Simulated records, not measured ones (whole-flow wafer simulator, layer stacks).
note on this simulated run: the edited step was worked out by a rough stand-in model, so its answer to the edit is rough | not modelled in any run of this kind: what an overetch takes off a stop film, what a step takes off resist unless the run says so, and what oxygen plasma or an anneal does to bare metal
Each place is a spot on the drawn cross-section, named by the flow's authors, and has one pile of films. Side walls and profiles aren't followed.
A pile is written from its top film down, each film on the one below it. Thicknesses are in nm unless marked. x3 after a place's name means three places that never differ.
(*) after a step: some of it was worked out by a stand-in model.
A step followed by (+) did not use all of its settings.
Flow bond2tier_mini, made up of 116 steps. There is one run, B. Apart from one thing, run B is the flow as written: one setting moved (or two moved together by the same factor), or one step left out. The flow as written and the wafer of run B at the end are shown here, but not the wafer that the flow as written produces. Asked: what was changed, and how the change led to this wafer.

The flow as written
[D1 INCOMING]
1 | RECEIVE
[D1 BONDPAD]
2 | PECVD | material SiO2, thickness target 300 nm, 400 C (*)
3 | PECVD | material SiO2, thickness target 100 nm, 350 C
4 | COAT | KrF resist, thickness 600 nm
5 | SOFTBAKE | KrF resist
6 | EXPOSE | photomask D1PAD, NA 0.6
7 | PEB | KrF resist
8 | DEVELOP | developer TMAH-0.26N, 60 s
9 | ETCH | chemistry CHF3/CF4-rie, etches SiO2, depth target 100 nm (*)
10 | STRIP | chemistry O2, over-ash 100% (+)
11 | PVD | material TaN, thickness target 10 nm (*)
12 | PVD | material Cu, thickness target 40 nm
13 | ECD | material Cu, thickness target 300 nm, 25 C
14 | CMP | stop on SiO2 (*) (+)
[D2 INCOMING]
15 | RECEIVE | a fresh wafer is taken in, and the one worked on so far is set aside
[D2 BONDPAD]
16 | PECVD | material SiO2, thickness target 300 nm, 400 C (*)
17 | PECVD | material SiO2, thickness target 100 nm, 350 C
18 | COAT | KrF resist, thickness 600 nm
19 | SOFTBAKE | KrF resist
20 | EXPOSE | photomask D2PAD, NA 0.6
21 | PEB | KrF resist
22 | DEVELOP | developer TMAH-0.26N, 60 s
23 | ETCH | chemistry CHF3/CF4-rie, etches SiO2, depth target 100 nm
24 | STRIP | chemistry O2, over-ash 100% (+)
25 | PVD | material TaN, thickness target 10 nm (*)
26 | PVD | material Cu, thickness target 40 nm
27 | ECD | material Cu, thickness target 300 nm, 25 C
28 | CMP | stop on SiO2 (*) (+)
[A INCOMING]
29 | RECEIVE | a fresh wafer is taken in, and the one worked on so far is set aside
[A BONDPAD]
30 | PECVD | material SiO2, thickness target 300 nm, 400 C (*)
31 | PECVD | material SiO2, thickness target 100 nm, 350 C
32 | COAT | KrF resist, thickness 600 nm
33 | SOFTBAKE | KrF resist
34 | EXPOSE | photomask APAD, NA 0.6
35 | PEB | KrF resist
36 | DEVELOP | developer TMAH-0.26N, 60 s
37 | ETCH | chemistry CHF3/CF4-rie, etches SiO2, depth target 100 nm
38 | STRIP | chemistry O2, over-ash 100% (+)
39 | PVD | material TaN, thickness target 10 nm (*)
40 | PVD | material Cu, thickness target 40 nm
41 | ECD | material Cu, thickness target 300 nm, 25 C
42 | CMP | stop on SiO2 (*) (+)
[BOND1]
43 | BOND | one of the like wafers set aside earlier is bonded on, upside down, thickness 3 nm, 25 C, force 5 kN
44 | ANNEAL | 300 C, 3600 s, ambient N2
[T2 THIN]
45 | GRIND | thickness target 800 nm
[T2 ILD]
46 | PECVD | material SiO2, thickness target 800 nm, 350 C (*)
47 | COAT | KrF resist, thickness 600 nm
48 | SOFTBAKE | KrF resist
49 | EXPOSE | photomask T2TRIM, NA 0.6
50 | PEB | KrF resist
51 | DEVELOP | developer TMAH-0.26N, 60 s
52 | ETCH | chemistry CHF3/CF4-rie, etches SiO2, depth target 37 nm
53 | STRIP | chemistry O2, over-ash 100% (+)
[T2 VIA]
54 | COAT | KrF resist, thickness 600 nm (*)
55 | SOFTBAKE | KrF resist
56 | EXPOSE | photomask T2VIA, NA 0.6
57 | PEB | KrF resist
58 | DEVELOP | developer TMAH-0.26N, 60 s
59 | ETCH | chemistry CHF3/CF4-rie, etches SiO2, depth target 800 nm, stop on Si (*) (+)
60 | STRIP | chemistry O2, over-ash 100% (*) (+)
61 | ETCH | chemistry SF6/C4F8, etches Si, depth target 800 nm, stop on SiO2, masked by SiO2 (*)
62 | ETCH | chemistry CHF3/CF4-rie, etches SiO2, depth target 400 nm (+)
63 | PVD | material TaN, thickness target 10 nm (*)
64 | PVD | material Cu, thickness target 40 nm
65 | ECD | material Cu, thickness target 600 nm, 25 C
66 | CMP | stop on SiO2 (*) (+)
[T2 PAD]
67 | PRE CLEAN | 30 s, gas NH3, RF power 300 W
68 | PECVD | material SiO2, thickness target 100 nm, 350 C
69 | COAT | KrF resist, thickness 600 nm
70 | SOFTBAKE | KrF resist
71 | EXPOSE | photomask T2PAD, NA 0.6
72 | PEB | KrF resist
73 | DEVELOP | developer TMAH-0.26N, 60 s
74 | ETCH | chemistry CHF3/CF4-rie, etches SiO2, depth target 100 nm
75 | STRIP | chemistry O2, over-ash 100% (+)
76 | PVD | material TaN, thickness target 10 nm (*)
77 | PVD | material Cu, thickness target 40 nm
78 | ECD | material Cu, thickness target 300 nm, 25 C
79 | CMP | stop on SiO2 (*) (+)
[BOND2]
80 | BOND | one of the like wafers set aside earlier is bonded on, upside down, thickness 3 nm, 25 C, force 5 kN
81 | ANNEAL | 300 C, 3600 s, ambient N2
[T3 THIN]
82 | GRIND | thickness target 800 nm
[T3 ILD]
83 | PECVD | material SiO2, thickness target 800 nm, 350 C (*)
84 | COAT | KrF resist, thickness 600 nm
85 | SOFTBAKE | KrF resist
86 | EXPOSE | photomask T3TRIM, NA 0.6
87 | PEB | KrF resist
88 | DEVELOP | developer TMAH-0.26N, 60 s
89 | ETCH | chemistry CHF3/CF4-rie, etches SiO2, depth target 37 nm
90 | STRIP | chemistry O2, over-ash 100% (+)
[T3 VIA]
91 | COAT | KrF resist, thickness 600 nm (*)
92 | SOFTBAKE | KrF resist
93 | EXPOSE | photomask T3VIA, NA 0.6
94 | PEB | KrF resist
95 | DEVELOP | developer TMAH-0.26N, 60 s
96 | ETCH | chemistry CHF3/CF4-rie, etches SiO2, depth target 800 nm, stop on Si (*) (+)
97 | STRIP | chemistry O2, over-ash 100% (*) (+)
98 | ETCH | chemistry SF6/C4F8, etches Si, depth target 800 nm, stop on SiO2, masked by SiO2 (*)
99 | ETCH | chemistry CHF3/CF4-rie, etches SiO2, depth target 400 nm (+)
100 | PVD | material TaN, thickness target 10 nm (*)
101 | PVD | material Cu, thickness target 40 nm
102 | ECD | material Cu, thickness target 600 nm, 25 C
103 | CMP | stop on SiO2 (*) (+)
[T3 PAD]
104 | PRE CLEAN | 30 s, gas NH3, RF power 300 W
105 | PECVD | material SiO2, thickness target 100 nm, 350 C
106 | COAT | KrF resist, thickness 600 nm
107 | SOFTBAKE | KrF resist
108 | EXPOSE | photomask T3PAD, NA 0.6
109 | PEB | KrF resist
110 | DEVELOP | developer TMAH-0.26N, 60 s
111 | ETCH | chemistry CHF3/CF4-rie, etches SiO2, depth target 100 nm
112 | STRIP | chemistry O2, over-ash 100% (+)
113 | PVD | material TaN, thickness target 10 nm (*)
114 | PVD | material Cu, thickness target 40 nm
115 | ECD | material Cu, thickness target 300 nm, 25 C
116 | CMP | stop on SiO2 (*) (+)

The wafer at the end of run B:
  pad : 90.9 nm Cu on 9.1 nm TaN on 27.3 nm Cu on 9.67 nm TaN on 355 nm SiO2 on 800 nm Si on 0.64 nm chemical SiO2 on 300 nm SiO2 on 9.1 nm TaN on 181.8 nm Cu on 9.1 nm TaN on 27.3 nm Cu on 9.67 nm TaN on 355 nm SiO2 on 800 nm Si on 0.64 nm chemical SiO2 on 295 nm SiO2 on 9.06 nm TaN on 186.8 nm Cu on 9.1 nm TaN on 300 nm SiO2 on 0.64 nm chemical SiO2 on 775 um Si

What caused this: step 9, ETCH: depth target 105 nm was run, whereas the flow has depth target 100 nm.

The path from the change to this, step by step:
  9 | ETCH | chemistry CHF3/CF4-rie, etches SiO2, depth target 100 nm (*)
      pad, via: SiO2 loses 105 (in the flow as written it would be: SiO2 loses 100)
      field: KrF resist loses 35 (in the flow as written it would be: KrF resist loses 33.3)
  43 | BOND | one of the like wafers set aside earlier is bonded on, upside down, thickness 3 nm, 25 C, force 5 kN
      pad: Si gains 775 um (new film), chemical SiO2 gains 0.64 (new film), SiO2 gains 295 (new film), TaN gains 9.06 (new film), Cu gains 95.9 (in the flow as written it would be: Si gains 775 um (new film), chemical SiO2 gains 0.64 (new film), SiO2 gains 300 (new film), TaN gains 9.1 (new film), Cu gains 90.9)
      via: Si gains 775 um (new film), chemical SiO2 gains 0.64 (new film), SiO2 gains 295 (new film), TaN gains 9.97 (new film), Cu gains 95 (in the flow as written it would be: Si gains 775 um (new film), chemical SiO2 gains 0.64 (new film), SiO2 gains 300 (new film), TaN gains 9.97 (new film), Cu gains 90)
